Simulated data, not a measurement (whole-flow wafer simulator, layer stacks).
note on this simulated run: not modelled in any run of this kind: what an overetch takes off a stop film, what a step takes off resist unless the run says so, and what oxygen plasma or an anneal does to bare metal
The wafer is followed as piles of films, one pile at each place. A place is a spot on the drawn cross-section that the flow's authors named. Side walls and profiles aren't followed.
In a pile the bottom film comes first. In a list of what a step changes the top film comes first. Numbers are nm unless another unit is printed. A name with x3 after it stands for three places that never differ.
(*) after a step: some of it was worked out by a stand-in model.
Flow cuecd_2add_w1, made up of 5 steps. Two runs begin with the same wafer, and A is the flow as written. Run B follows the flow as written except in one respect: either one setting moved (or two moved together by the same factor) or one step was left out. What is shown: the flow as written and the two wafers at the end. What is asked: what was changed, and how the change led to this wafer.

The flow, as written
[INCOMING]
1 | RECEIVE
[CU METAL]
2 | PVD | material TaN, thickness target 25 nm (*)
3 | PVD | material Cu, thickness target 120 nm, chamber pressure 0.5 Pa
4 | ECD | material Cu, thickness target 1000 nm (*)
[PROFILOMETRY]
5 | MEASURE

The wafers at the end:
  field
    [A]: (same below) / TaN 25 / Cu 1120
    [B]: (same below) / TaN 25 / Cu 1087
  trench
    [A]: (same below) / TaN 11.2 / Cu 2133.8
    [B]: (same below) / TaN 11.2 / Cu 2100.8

Cause: step 3, PVD: thickness target 87 nm was run, while the flow as written has thickness target 120 nm.

Step by step, how the change led to this:
  3 | PVD | material Cu, thickness target 120 nm, chamber pressure 0.5 Pa
      field: A Cu gains 120 (new film) | B Cu gains 87 (new film)
      trench: A Cu gains 53.6 (new film) | B Cu gains 39.3 (new film)
